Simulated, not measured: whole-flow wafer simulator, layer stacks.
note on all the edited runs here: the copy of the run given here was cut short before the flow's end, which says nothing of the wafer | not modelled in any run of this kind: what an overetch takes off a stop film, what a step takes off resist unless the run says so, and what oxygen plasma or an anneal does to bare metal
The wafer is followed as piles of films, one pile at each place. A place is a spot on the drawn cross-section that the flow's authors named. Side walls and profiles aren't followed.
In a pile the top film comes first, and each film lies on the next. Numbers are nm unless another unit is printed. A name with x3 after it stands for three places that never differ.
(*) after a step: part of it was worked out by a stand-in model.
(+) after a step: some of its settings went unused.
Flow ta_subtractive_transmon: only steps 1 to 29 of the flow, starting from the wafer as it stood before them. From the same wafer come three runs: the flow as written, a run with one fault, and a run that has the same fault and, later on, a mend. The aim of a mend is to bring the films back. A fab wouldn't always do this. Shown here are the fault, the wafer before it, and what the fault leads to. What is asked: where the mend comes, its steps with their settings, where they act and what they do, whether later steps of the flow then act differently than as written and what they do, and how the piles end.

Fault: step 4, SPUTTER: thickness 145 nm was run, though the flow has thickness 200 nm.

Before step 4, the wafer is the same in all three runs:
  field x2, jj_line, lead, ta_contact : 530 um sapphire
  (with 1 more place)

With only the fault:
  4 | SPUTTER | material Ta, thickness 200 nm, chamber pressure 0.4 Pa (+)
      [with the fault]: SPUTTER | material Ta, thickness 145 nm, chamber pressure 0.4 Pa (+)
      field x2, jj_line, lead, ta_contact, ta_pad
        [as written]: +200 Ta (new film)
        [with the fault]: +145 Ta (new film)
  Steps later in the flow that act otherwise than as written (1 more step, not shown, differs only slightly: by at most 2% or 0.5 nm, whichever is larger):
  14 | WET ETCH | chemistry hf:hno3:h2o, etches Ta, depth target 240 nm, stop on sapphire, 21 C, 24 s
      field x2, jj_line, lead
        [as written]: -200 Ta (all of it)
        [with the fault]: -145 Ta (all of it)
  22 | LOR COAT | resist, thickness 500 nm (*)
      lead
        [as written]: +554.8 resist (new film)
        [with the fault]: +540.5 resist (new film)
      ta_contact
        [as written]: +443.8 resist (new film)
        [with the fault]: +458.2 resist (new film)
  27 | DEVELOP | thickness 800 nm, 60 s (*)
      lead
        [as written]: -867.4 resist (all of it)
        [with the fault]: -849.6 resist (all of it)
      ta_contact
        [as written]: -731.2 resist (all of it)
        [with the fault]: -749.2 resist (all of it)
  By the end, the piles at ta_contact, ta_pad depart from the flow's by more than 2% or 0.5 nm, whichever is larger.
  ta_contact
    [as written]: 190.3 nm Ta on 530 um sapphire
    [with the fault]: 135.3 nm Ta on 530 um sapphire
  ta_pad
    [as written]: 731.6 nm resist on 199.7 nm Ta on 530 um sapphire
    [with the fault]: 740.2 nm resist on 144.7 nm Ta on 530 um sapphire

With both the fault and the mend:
  The mend stands after step 5.
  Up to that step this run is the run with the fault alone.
  5a | SPUTTER | material Ta, thickness 55 nm, chamber pressure 0.4 Pa (+) (a further turn of the flow's step 4, with different settings)
      field x2, jj_line, lead, ta_contact, ta_pad
        +55 Ta
  Later steps of the flow that are run all act as written at every place that is followed.
  At every place that both follow, the piles at the end match the flow's.
